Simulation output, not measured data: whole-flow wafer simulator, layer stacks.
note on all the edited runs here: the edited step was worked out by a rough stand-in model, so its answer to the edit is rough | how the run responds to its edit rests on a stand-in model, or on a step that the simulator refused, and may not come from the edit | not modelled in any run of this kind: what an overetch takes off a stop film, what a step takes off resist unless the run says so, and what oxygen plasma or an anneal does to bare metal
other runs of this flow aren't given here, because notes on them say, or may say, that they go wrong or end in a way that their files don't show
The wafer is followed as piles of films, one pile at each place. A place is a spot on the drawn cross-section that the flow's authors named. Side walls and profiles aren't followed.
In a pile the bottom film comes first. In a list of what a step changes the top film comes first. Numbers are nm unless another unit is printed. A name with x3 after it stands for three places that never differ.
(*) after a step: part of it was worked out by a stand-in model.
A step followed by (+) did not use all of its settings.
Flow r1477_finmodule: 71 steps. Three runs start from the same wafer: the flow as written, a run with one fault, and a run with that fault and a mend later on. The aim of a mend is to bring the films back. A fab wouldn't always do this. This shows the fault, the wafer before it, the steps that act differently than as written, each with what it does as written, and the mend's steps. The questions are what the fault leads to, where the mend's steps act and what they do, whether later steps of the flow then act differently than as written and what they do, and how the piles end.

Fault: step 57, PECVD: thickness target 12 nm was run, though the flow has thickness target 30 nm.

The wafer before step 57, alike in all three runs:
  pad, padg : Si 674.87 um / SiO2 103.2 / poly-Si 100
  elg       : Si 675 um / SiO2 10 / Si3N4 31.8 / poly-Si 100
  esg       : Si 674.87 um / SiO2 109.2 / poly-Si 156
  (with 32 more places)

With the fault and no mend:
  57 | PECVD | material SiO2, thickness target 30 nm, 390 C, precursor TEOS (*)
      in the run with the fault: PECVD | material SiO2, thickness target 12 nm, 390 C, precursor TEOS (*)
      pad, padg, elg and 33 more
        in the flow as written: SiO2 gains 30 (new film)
        in the run with the fault: SiO2 gains 12 (new film)
  Steps later in the flow that act otherwise than as written (not shown: 3 more steps that differ only slightly, by at most 2% or 0.5 nm, whichever is larger):
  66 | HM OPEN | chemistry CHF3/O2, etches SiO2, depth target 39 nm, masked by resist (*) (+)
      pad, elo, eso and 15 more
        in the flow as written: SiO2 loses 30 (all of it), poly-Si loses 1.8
        in the run with the fault: SiO2 loses 12 (all of it), poly-Si loses 1.2
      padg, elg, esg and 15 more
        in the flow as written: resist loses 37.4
        in the run with the fault: resist loses 17.2
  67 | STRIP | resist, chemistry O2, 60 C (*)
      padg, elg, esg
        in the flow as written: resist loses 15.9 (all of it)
        in the run with the fault: resist loses 36 (all of it)
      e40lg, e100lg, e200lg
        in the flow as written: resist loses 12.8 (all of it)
        in the run with the fault: resist loses 32.9 (all of it)
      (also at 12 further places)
  The piles end different from the flow's at padg, elg, esg and 15 more by more than 2% or 0.5 nm, whichever is larger.
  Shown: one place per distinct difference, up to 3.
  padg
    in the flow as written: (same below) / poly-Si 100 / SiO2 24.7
    in the run with the fault: (same below) / poly-Si 100 / SiO2 6.7
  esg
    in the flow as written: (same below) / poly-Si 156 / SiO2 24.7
    in the run with the fault: (same below) / poly-Si 156 / SiO2 6.7
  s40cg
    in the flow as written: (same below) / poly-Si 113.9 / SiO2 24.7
    in the run with the fault: (same below) / poly-Si 113.9 / SiO2 6.7

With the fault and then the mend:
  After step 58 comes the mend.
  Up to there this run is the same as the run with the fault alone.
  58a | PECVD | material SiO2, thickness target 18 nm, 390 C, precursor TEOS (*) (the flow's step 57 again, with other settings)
      pad, padg, elg and 33 more
        SiO2 gains 18
  None of the later steps of the flow acts differently than as written at any place that is followed.
  By the end, the piles equal the flow's at every place that both follow.
